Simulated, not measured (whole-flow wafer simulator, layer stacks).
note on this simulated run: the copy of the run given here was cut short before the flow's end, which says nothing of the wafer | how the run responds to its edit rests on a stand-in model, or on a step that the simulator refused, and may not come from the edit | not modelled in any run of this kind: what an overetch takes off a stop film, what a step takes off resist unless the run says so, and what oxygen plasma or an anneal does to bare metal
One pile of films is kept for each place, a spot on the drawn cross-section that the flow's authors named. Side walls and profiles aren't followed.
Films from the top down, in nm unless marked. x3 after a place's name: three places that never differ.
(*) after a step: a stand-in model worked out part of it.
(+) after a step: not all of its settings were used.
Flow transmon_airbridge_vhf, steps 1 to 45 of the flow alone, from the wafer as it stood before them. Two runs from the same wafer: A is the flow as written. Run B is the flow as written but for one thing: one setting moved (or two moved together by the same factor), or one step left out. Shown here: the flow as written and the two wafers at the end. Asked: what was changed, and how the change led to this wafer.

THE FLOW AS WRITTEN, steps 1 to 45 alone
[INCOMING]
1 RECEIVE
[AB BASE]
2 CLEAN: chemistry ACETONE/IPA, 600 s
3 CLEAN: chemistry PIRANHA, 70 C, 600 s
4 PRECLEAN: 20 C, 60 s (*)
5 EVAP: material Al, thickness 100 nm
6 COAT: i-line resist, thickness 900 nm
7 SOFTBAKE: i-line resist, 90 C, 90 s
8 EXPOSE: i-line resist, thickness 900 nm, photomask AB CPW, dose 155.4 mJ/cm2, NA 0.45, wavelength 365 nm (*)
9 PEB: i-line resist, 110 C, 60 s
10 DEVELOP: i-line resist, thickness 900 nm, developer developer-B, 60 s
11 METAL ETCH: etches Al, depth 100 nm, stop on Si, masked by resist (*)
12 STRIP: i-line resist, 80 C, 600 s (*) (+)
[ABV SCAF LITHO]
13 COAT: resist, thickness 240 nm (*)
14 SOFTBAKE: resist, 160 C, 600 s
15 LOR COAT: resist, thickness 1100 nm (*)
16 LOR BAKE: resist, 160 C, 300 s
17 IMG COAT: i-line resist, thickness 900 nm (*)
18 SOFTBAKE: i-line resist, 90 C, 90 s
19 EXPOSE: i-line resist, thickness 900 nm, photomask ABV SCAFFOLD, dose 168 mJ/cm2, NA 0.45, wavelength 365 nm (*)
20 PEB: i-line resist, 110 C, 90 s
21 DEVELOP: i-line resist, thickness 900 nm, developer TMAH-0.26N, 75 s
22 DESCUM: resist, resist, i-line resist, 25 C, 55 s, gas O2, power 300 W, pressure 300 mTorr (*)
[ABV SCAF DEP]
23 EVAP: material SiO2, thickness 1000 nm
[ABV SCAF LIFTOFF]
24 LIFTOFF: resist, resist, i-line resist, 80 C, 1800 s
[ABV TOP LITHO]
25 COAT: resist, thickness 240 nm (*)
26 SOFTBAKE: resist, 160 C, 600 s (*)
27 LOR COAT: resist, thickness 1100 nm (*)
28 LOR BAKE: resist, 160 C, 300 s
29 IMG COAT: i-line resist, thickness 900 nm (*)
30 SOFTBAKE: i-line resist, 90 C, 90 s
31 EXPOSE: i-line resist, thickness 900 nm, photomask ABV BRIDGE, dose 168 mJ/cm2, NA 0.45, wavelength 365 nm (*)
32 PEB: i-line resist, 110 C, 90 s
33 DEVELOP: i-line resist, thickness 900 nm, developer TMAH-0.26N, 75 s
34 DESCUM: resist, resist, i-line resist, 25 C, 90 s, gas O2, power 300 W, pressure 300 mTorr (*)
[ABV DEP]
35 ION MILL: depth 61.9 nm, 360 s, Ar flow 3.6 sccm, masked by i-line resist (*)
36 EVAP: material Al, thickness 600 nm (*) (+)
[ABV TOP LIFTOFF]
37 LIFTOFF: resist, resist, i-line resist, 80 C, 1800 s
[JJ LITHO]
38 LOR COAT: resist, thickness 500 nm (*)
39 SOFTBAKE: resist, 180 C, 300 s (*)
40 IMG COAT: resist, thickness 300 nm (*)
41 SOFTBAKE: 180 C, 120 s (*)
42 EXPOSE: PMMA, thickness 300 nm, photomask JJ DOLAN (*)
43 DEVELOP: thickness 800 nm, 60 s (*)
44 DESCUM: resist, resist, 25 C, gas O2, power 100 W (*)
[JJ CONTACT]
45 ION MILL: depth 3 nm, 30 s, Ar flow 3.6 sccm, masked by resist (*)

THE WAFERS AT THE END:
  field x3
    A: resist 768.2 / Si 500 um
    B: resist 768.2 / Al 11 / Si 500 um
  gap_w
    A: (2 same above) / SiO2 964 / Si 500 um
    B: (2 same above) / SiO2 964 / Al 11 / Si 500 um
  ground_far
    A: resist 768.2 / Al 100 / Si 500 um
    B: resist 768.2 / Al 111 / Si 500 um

The cause: step 5, EVAP: thickness 111 nm was run, where the flow has thickness 100 nm.
It can be read off the wafer: ground_far has Al 111, and step 5 as written asks for 100 nm.

How the change led to this, step by step:
  5 EVAP: material Al, thickness 100 nm
      field x3, jj_line, ground_far and 12 more: A Al +100 (new film) | B Al +111 (new film)
  11 METAL ETCH: etches Al, depth 100 nm, stop on Si, masked by resist (*)
      field x3, jj_line, gap_w, gap_e: A Al -100 (all of it) | B Al -100
  45 ION MILL: depth 3 nm, 30 s, Ar flow 3.6 sccm, masked by resist (*)
      jj_line: A Si -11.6 | B Al -11 (all of it), Si -5.43
Counting metal films that touch as one body, field x3 has 1 body; the flow as written gives 0 bodies.
Counting metal films that touch as one body, gap_w has 2 bodies (between them, from the top down: SiO2 964); the flow as written gives 1 body.
